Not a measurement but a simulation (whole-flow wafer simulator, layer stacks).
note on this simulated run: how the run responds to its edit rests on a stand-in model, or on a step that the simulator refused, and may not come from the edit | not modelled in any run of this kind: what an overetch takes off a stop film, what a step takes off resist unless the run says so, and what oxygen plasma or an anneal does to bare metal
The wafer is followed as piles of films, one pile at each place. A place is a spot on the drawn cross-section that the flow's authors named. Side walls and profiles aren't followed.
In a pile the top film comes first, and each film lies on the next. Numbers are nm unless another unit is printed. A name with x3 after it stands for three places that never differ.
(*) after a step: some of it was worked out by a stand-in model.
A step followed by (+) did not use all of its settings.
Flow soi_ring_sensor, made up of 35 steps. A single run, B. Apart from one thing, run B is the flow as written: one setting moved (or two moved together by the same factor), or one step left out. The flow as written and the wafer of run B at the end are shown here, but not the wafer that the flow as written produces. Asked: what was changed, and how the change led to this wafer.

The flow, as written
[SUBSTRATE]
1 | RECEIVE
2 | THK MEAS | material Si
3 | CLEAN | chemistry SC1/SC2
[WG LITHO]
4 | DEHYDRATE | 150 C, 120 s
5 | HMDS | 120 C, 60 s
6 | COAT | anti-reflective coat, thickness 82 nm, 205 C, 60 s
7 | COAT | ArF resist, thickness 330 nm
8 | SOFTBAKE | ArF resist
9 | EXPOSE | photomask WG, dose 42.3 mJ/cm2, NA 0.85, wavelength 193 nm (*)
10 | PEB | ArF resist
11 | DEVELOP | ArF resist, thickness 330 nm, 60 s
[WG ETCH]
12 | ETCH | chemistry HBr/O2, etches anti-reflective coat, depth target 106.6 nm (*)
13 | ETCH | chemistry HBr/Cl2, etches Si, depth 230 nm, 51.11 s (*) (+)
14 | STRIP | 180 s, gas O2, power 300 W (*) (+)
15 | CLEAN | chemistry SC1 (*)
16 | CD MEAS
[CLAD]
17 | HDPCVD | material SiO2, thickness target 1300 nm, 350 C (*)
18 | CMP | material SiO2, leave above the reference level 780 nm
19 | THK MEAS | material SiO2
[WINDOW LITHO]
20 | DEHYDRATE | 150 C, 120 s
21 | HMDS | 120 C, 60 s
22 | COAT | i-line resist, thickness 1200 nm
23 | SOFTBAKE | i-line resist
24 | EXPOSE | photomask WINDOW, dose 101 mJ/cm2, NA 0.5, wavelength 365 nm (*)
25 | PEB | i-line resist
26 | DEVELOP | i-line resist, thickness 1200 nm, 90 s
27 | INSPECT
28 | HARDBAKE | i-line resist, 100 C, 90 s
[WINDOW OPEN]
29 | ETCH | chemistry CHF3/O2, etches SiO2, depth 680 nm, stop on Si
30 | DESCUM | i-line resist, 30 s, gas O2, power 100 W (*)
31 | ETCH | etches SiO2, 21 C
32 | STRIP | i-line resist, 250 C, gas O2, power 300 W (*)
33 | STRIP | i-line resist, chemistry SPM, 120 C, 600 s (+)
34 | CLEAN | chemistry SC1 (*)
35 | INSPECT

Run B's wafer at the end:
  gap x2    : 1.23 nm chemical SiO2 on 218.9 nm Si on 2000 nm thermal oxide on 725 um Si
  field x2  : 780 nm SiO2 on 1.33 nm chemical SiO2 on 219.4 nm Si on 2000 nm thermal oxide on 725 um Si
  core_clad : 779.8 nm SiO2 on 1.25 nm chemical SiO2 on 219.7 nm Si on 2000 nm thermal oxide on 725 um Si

Cause: step 13, ETCH: chemistry HBr/Cl2, etches Si, depth 230 nm, 51.11 s (*) (+), was not run.

Step by step, how the change led to this:
  14 | STRIP | 180 s, gas O2, power 300 W (*) (+)
      gap x2, field x2: +1.33 chemical SiO2 (new film), -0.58 Si (in the flow as written it would be: nothing)
      core, core_clad: -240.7 ArF resist (all of it), -82 anti-reflective coat (all of it), +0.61 chemical SiO2, -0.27 Si (in the flow as written it would be: -171 ArF resist (all of it), -82 anti-reflective coat (all of it), +0.63 chemical SiO2, -0.28 Si)
  18 | CMP | material SiO2, leave above the reference level 780 nm
      gap x2, field x2: -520 SiO2 (in the flow as written it would be: -298.2 SiO2)
  31 | ETCH | etches SiO2, 21 C
      gap x2: -100 SiO2 (all of it), -1.33 chemical SiO2 (all of it) (in the flow as written it would be: -321.8 SiO2 (all of it))
  32 | STRIP | i-line resist, 250 C, gas O2, power 300 W (*)
      gap x2: +1.23 chemical SiO2 (new film), -0.54 Si (in the flow as written it would be: nothing)
